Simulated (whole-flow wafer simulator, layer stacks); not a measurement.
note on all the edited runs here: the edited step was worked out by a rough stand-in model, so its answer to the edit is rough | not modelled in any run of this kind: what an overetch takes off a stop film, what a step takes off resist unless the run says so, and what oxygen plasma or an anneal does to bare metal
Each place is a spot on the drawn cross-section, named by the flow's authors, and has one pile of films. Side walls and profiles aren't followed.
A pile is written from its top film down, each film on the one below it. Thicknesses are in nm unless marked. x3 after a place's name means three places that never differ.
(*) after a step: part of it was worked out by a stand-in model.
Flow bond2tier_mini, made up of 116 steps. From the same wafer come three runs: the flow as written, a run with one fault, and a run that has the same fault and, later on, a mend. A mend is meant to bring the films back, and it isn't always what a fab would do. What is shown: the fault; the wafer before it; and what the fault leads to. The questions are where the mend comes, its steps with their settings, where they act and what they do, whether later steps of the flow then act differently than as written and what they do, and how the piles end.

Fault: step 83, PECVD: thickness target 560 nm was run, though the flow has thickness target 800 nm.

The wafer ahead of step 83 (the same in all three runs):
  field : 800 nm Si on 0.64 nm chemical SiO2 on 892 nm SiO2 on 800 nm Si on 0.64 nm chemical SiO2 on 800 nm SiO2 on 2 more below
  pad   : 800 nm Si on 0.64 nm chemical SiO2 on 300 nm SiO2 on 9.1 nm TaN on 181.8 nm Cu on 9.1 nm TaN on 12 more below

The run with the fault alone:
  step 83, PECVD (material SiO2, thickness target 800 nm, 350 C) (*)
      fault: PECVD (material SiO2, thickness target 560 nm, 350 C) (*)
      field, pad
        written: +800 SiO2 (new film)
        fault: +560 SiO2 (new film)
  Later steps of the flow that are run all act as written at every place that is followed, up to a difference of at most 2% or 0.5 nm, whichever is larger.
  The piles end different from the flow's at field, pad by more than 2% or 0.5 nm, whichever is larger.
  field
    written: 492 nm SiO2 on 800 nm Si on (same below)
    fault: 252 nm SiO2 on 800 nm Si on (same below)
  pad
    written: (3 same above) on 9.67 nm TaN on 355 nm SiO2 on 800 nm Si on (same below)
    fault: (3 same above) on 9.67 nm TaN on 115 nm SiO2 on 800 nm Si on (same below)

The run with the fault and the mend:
  After step 83 comes the mend.
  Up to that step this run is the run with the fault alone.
  step 83a, PECVD (material SiO2, thickness target 240 nm, 350 C) (the flow's step 83, run once more with other settings)
      field, pad
        +240 SiO2
  Later steps of the flow that are run all act as written at every place that is followed.
  At every place that both follow, the piles at the end match the flow's.
